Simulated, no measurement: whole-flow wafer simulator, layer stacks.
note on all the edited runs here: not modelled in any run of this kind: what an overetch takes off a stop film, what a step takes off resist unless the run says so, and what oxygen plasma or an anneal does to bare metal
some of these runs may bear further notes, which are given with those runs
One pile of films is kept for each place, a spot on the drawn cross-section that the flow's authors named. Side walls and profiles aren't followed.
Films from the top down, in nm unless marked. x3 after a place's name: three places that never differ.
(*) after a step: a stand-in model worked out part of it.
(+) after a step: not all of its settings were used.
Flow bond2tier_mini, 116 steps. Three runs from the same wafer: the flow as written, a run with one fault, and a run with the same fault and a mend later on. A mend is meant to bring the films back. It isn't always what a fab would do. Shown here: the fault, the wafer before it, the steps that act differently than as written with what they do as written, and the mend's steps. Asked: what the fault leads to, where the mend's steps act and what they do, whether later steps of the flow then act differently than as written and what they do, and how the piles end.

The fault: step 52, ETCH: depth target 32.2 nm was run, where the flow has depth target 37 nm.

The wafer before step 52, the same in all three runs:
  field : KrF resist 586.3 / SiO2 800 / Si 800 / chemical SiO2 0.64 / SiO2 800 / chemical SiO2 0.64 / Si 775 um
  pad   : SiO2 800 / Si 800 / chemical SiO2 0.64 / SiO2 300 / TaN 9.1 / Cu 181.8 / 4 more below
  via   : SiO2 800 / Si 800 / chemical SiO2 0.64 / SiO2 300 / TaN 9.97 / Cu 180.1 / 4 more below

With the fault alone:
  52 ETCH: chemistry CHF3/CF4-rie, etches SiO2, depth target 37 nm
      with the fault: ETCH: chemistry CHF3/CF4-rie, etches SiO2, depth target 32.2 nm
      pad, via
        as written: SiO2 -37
        with the fault: SiO2 -32.2
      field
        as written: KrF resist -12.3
        with the fault: KrF resist -10.7
  No later step of the flow acts differently than as written, at any place that is followed, by more than 2% or 0.5 nm, whichever is larger.
  At the end the piles differ from the flow's by more than 2% or 0.5 nm, whichever is larger, at pad.
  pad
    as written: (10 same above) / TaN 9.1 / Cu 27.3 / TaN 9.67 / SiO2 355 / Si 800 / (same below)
    with the fault: (10 same above) / TaN 9.1 / Cu 22.5 / TaN 9.71 / SiO2 359.8 / Si 800 / (same below)

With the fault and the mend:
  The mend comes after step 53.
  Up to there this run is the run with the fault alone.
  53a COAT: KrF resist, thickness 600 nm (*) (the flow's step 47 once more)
      field
        KrF resist +586.3 (new film)
      pad
        KrF resist +614.2 (new film)
      via
        KrF resist +612.5 (new film)
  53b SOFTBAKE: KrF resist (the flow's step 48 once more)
      changes no film at any place that is followed
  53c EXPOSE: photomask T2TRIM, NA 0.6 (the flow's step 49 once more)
      changes no film at any place that is followed
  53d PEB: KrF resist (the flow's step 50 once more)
      changes no film at any place that is followed
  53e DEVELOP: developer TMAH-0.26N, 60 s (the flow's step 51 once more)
      field
        KrF resist -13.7
      pad
        KrF resist -614.2 (all of it)
      via
        KrF resist -612.5 (all of it)
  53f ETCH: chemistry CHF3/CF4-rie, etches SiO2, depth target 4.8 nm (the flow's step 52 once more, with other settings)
      pad, via
        SiO2 -4.8
      field
        KrF resist -1.6
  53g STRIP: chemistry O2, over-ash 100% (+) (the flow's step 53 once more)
      field
        KrF resist -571 (all of it)
  No later step of the flow acts differently than as written at any place that is followed.
  At the end the piles are the same as the flow's at every place that both follow.
